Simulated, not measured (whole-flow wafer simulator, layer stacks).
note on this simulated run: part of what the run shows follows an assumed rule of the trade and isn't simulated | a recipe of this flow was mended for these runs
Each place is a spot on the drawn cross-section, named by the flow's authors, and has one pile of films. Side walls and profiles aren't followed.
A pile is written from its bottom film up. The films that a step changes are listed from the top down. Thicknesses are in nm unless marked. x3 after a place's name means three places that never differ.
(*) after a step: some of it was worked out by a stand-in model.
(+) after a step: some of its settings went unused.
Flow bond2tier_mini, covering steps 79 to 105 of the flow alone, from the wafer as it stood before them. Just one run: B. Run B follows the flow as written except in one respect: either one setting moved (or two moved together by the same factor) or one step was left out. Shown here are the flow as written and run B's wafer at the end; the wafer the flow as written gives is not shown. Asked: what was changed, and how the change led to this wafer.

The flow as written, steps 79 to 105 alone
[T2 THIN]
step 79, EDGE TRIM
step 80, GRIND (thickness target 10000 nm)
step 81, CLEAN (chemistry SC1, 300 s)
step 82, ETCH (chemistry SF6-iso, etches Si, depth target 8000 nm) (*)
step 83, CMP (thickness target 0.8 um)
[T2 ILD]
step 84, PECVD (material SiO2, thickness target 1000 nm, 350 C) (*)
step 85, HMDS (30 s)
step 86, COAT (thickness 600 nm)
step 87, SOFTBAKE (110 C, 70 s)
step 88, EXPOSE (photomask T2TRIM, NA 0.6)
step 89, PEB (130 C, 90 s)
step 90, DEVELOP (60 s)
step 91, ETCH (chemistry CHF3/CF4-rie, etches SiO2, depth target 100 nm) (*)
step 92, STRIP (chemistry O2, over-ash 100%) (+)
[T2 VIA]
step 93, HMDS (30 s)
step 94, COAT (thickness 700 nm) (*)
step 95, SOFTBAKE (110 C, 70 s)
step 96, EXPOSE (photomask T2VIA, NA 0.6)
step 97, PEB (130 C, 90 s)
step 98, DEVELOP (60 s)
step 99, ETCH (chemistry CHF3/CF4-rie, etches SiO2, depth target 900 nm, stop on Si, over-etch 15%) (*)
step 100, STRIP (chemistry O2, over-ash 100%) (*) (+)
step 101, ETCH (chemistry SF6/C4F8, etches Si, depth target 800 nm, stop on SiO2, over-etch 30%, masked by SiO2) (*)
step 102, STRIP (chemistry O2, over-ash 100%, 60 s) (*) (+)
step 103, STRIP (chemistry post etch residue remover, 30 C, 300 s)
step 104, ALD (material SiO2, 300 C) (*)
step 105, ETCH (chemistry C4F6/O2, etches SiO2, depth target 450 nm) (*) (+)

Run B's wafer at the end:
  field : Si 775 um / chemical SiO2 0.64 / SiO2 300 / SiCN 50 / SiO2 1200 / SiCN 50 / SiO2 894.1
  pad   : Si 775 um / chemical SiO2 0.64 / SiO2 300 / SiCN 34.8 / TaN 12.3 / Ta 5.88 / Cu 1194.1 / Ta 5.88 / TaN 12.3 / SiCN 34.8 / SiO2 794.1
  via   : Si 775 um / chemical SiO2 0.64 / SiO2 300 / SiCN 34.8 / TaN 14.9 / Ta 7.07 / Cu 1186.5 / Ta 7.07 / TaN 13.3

What caused this: step 80, GRIND: thickness target 7584 nm was run, though the flow has thickness target 10000 nm.

The path from the change to this, step by step:
  step 80, GRIND (thickness target 10000 nm)
      field, pad, via: Si loses 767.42 um (in the flow as written it would be: Si loses 765 um)
  step 82, ETCH (chemistry SF6-iso, etches Si, depth target 8000 nm) (*)
      field, pad, via: chemical SiO2 loses 0.6 (all of it), Si loses 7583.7 (all of it), chemical SiO2 loses 0.64 (all of it), SiO2 loses 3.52 (in the flow as written it would be: chemical SiO2 loses 0.6 (all of it), Si loses 8000)
  step 83, CMP (thickness target 0.8 um)
      field, pad, via: nothing (in the flow as written it would be: Si loses 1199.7)
  step 84, PECVD (material SiO2, thickness target 1000 nm, 350 C) (*)
      field, pad, via: SiO2 gains 1000 (in the flow as written it would be: SiO2 gains 1000 (new film))
  step 99, ETCH (chemistry CHF3/CF4-rie, etches SiO2, depth target 900 nm, stop on Si, over-etch 15%) (*)
      via: SiO2 loses 1035 (in the flow as written it would be: SiO2 loses 900 (all of it), Si loses 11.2)
  step 101, ETCH (chemistry SF6/C4F8, etches Si, depth target 800 nm, stop on SiO2, over-etch 30%, masked by SiO2) (*)
      via: SiO2 loses 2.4 (in the flow as written it would be: Si loses 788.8 (all of it), chemical SiO2 loses 0.64 (all of it), SiO2 loses 1.87)
      field, pad: SiO2 loses 2.4 (in the flow as written it would be: SiO2 loses 10.3)
  step 105, ETCH (chemistry C4F6/O2, etches SiO2, depth target 450 nm) (*) (+)
      via: SiO2 loses 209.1 (all of it), SiCN loses 34.8 (all of it), TaN loses 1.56 (in the flow as written it would be: SiO2 loses 348.1 (all of it), SiCN loses 17.2)
